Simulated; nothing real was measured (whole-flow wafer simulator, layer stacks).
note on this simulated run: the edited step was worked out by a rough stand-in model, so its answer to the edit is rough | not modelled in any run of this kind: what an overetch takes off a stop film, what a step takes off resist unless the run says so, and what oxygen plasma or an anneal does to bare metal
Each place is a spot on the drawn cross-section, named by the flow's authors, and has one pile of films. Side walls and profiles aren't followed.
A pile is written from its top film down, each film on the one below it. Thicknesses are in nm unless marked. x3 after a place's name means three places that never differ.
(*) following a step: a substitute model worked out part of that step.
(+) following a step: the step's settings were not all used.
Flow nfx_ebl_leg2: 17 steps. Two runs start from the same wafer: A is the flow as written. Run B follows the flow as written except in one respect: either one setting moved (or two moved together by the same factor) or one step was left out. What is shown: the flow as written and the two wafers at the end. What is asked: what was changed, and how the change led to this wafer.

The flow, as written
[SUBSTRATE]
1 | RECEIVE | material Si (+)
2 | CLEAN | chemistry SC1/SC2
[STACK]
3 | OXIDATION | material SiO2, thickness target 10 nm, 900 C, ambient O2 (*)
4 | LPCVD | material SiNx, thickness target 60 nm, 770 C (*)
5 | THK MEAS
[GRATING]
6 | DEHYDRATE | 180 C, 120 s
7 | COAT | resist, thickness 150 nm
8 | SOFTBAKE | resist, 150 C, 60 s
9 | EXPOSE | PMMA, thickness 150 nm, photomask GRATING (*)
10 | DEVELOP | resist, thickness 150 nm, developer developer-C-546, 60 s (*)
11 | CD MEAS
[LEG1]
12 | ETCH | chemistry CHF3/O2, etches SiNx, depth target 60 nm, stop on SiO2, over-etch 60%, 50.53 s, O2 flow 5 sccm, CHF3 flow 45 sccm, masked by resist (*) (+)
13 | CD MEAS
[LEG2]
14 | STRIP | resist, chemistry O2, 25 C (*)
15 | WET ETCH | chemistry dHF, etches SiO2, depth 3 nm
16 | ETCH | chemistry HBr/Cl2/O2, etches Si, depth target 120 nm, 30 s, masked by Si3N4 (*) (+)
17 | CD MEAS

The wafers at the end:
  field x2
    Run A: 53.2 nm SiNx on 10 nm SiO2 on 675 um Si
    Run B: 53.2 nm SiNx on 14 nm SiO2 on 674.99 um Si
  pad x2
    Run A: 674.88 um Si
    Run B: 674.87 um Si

What caused this: step 3, OXIDATION: thickness target 14 nm was run, while the flow as written has thickness target 10 nm.
The wafer itself shows it: field x2 has SiO2 14, and step 3 as written asks for 10 nm.

The path from the change to this, step by step:
  3 | OXIDATION | material SiO2, thickness target 10 nm, 900 C, ambient O2 (*)
      field x2, pad x2: A +10 SiO2 (new film), -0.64 chemical SiO2 (all of it), -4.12 Si | B +14 SiO2 (new film), -0.64 chemical SiO2 (all of it), -5.88 Si
  12 | ETCH | chemistry CHF3/O2, etches SiNx, depth target 60 nm, stop on SiO2, over-etch 60%, 50.53 s, O2 flow 5 sccm, CHF3 flow 45 sccm, masked by resist (*) (+)
      pad x2: A -60 SiNx (all of it), -10 SiO2 (all of it) | B -60 SiNx (all of it), -14 SiO2 (all of it)
